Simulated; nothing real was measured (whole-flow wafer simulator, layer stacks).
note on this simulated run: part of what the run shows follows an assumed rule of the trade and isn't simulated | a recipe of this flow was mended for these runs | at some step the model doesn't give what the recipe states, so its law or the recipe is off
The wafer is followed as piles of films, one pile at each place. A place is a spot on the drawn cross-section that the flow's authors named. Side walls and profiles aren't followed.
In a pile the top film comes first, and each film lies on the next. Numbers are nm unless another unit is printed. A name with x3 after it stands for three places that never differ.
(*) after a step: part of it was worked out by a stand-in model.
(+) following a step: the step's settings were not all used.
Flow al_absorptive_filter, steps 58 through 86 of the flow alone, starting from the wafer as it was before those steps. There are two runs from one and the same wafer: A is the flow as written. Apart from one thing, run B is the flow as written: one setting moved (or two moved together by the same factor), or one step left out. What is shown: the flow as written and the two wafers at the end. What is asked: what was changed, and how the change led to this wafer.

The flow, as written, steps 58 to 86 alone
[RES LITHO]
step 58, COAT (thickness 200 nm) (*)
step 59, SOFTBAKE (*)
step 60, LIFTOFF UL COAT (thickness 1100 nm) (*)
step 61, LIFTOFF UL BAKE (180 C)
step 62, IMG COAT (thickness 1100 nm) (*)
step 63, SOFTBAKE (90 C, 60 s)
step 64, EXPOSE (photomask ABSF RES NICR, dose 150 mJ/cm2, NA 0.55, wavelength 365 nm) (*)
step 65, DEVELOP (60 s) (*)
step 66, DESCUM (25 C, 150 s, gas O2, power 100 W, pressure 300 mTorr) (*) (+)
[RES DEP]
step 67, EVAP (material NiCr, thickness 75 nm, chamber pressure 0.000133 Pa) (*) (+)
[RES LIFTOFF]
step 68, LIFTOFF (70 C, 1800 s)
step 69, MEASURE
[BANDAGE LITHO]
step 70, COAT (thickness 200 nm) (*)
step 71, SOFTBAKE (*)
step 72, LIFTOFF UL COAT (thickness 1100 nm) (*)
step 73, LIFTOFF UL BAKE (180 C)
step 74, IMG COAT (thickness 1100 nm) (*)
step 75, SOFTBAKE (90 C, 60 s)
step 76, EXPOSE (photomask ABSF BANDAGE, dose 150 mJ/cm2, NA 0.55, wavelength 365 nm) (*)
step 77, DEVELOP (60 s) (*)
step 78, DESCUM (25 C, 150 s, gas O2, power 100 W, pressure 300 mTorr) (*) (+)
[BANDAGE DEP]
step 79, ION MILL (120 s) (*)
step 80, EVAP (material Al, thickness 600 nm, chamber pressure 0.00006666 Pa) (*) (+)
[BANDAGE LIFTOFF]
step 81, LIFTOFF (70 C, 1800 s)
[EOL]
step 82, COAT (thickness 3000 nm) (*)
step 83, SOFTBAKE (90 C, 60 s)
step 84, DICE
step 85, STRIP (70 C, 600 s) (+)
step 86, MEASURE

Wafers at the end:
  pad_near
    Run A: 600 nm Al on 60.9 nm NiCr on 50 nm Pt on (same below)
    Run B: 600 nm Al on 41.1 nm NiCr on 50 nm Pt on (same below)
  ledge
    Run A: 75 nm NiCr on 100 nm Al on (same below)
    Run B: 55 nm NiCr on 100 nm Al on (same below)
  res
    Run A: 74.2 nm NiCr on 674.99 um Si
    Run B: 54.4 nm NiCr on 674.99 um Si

Cause: step 67, EVAP: thickness 55 nm was run, while the flow as written has thickness 75 nm.
One can read it off the wafer: ledge has NiCr 55, and step 67 as written asks for 75 nm.

How this came from the change, step by step:
  step 67, EVAP (material NiCr, thickness 75 nm, chamber pressure 0.000133 Pa) (*) (+)
      gnd, pad_far, ledge and 9 more: A NiCr gains 75 (new film) | B NiCr gains 55 (new film)
      pad_near, res: A NiCr gains 74.2 (new film) | B NiCr gains 54.4 (new film)
  step 68, LIFTOFF (70 C, 1800 s)
      xa_field, xl_land, idc_field: A NiCr loses 75 (all of it), i-line-resist loses 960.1 (all of it), lift-off-underlayer loses 1100 (all of it), acrylic-e-beam-resist loses 200 (all of it) | B NiCr loses 55 (all of it), i-line-resist loses 960.1 (all of it), lift-off-underlayer loses 1100 (all of it), acrylic-e-beam-resist loses 200 (all of it)
      gnd: A NiCr loses 75 (all of it), i-line-resist loses 959.5 (all of it), lift-off-underlayer loses 1100.9 (all of it), acrylic-e-beam-resist loses 200.6 (all of it) | B NiCr loses 55 (all of it), i-line-resist loses 959.5 (all of it), lift-off-underlayer loses 1100.9 (all of it), acrylic-e-beam-resist loses 200.6 (all of it)
      (and at 7 other places as well)
  step 83, SOFTBAKE (90 C, 60 s)
      gnd: A i-line-resist gains 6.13 | B i-line-resist gains 5.44
      pad_near: A i-line-resist loses 41.1 | B i-line-resist loses 39.8
      (and at 2 other places as well)
